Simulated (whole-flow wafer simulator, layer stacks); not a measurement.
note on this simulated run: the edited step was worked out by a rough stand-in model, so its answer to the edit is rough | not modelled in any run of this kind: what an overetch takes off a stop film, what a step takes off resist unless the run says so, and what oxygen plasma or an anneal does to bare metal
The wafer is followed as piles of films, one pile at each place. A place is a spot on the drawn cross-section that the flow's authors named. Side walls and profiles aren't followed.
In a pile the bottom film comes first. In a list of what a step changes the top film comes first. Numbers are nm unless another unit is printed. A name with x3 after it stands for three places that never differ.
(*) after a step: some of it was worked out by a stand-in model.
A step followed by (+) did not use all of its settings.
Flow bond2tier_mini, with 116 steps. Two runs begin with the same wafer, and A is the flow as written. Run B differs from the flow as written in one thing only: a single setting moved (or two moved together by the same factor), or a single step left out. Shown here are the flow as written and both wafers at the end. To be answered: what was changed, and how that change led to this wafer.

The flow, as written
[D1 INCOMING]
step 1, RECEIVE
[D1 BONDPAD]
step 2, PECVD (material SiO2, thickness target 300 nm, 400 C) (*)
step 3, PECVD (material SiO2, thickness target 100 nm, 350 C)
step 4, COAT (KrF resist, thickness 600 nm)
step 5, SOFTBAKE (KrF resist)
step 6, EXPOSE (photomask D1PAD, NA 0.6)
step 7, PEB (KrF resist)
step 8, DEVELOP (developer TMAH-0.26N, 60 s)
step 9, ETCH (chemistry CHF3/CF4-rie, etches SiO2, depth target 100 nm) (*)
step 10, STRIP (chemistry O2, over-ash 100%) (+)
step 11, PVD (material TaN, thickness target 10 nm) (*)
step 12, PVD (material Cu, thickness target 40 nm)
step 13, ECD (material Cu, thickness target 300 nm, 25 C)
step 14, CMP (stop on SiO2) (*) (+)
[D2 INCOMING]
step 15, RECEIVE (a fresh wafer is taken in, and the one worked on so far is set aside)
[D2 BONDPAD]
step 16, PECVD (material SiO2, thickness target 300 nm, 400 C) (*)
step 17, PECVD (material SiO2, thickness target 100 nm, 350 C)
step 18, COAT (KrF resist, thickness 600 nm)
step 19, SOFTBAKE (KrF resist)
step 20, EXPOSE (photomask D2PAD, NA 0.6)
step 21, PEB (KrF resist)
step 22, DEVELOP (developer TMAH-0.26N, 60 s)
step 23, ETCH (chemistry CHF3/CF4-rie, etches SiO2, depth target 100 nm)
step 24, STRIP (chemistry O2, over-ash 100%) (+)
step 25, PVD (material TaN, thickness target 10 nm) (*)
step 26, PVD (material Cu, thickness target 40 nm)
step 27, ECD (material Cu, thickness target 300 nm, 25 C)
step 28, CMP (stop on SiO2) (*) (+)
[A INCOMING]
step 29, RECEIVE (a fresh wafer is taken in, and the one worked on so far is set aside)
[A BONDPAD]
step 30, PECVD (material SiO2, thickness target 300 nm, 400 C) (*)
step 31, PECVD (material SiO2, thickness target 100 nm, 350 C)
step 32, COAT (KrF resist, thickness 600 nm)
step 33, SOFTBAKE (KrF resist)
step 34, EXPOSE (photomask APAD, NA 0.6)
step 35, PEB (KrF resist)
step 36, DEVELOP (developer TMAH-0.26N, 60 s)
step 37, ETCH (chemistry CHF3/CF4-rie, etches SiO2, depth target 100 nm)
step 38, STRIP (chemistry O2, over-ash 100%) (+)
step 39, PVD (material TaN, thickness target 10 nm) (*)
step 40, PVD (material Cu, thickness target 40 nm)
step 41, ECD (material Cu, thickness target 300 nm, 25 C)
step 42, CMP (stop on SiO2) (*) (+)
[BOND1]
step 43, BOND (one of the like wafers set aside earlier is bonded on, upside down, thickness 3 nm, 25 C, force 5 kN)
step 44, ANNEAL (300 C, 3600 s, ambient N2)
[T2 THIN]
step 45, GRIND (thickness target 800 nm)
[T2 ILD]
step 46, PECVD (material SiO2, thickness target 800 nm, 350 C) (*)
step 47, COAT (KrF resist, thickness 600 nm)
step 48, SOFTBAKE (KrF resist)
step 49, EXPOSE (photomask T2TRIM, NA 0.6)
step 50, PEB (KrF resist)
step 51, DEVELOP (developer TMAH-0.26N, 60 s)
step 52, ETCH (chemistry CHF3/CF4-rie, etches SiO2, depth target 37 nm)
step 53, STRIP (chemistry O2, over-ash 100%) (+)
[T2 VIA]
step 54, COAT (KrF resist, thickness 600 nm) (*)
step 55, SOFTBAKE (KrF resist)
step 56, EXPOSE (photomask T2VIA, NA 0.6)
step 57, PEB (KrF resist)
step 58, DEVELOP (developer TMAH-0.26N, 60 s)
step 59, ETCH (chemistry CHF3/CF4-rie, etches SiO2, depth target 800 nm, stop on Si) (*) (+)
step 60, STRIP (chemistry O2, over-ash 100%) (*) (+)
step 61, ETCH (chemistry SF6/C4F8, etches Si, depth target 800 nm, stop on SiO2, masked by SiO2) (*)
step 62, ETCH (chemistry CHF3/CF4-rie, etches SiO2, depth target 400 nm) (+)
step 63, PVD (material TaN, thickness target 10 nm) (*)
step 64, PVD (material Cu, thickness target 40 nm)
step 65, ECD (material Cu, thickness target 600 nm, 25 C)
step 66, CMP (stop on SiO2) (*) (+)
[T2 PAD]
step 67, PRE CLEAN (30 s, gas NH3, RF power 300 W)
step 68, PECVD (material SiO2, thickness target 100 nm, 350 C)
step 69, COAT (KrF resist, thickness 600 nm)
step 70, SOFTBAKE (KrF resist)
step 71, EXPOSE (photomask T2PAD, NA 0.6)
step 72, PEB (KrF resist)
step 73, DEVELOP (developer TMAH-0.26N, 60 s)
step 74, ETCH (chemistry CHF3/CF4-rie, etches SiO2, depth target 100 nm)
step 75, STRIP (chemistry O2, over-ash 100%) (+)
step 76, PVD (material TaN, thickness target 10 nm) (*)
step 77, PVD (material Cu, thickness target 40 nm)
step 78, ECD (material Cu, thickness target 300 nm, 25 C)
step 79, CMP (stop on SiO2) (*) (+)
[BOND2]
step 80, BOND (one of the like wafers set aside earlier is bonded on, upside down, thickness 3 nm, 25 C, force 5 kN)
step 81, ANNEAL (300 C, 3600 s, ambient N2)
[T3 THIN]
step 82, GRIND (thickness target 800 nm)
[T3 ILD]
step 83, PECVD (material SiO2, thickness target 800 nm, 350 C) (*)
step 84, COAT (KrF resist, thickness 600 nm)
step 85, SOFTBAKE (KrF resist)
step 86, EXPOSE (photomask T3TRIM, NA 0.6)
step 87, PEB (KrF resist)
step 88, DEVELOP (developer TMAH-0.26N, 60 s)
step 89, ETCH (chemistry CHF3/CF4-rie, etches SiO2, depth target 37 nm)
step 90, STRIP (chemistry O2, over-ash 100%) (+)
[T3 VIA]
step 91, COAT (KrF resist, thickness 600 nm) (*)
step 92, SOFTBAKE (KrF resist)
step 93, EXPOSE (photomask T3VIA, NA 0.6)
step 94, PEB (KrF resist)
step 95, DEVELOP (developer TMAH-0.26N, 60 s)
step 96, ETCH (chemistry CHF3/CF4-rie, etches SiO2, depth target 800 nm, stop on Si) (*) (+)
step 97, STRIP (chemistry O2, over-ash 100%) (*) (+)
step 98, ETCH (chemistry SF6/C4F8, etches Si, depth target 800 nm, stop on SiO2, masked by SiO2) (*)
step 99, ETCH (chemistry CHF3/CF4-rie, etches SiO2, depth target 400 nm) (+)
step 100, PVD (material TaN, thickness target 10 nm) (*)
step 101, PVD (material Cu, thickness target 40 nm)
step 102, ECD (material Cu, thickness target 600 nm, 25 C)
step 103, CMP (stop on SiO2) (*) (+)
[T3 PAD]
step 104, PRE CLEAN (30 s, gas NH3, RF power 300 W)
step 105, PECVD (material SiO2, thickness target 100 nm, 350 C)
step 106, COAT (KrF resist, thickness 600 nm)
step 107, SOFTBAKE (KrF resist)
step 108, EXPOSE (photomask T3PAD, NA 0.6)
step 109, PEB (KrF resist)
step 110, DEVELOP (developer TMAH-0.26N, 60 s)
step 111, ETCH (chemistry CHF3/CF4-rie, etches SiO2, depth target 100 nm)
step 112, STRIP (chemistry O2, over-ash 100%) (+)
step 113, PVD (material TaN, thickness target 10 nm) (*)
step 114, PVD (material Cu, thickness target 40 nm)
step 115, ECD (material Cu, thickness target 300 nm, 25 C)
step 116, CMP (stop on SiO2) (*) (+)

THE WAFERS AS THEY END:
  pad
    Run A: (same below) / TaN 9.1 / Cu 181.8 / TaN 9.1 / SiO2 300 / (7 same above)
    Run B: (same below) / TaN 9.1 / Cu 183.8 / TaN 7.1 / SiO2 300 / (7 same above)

The reason: step 25, PVD: thickness target 7.8 nm was run, while the flow as written has thickness target 10 nm.

How this came from the change, step by step:
  step 25, PVD (material TaN, thickness target 10 nm) (*)
      field: A TaN gains 10 (new film) | B TaN gains 7.8 (new film)
      pad: A TaN gains 9.1 (new film) | B TaN gains 7.1 (new film)
      (as well as at 1 more place)
  step 28, CMP (stop on SiO2) (*) (+)
      field: A Cu loses 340 (all of it), TaN loses 10 (all of it) | B Cu loses 340 (all of it), TaN loses 7.8 (all of it)
  step 80, BOND (one of the like wafers set aside earlier is bonded on, upside down, thickness 3 nm, 25 C, force 5 kN)
      pad: A Si gains 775 um (new film), chemical SiO2 gains 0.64 (new film), SiO2 gains 300 (new film), TaN gains 9.1 (new film), Cu gains 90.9 | B Si gains 775 um (new film), chemical SiO2 gains 0.64 (new film), SiO2 gains 300 (new film), TaN gains 7.1 (new film), Cu gains 92.9
